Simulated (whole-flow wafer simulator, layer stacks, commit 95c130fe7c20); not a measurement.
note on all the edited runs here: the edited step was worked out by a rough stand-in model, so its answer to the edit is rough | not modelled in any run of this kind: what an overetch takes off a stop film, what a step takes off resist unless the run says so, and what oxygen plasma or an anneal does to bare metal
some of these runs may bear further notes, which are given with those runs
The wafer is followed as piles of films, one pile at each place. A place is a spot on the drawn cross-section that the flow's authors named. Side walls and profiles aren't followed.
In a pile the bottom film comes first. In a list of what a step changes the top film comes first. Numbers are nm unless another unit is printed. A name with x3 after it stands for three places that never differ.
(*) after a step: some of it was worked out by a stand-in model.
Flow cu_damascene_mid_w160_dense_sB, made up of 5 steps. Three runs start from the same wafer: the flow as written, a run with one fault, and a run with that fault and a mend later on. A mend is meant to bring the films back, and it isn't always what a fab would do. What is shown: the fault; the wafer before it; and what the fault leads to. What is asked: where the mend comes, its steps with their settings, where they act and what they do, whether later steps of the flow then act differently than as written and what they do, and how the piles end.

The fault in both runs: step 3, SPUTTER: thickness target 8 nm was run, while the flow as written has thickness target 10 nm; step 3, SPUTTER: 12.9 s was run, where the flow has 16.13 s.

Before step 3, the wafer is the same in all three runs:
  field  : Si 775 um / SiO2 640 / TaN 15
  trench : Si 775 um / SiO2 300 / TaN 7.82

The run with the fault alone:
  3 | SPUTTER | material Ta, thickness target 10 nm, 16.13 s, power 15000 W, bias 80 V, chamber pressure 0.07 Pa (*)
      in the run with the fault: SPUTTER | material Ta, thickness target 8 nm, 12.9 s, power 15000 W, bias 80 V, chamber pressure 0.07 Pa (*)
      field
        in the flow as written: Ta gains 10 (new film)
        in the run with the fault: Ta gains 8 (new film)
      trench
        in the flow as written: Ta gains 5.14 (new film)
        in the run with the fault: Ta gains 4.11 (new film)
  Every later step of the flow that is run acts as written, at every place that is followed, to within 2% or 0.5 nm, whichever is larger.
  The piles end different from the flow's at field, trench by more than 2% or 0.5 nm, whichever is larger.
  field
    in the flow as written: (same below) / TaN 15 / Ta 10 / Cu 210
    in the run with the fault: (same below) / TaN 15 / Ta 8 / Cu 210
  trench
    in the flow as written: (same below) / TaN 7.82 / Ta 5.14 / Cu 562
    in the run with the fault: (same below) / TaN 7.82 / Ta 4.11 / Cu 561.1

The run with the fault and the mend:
  The mend stands after step 3.
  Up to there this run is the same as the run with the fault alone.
  3a | SPUTTER | material Ta, thickness target 2 nm, 3.226 s, power 15000 W, bias 80 V, chamber pressure 0.07 Pa (*) (the flow's step 3, run once more with other settings)
      field
        Ta gains 2
      trench
        Ta gains 1.01
  Every later step of the flow that is run acts as written, at every place that is followed, to within 2% or 0.5 nm, whichever is larger.
  When the end is reached, the piles differ only a little from the flow's at the places that both follow, at most by 2% or 0.5 nm, whichever is larger.
